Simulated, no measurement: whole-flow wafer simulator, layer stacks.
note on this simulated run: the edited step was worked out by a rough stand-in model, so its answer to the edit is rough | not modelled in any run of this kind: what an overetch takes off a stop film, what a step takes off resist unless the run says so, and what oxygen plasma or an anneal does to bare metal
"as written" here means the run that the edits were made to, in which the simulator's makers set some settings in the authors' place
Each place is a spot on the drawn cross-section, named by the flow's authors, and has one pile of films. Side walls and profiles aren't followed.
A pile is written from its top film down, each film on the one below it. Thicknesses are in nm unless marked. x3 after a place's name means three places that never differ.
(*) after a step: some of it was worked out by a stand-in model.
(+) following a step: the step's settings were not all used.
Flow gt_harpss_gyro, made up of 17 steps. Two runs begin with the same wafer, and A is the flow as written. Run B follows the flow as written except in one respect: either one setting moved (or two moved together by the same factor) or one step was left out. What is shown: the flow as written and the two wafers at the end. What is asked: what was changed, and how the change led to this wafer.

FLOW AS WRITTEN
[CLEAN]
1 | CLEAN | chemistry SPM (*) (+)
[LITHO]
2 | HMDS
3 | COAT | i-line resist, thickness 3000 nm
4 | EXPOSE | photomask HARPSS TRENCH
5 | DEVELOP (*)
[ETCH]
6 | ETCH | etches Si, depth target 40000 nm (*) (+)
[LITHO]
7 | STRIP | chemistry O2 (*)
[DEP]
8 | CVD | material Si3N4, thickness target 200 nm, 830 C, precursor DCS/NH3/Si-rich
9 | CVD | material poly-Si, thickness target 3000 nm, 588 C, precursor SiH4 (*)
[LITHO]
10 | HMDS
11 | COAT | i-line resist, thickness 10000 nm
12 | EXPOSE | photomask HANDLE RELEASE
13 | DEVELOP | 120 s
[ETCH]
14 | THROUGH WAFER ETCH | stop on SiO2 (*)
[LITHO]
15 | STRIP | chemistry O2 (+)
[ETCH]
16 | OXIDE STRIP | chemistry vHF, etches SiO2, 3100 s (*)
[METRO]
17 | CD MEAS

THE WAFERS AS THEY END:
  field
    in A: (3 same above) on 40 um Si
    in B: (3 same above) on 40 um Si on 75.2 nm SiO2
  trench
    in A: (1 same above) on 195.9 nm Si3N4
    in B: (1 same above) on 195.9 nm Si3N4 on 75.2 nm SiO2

Cause: step 16, OXIDE STRIP: 2480 s was run, whereas the flow has 3100 s.

The path from the change to this, step by step:
  16 | OXIDE STRIP | chemistry vHF, etches SiO2, 3100 s (*)
      field: A under 4 films: SiO2 loses 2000 (all of it) | B under 4 films: SiO2 loses 1924.8
      trench: A under 2 films: SiO2 loses 2000 (all of it) | B under 2 films: SiO2 loses 1924.8
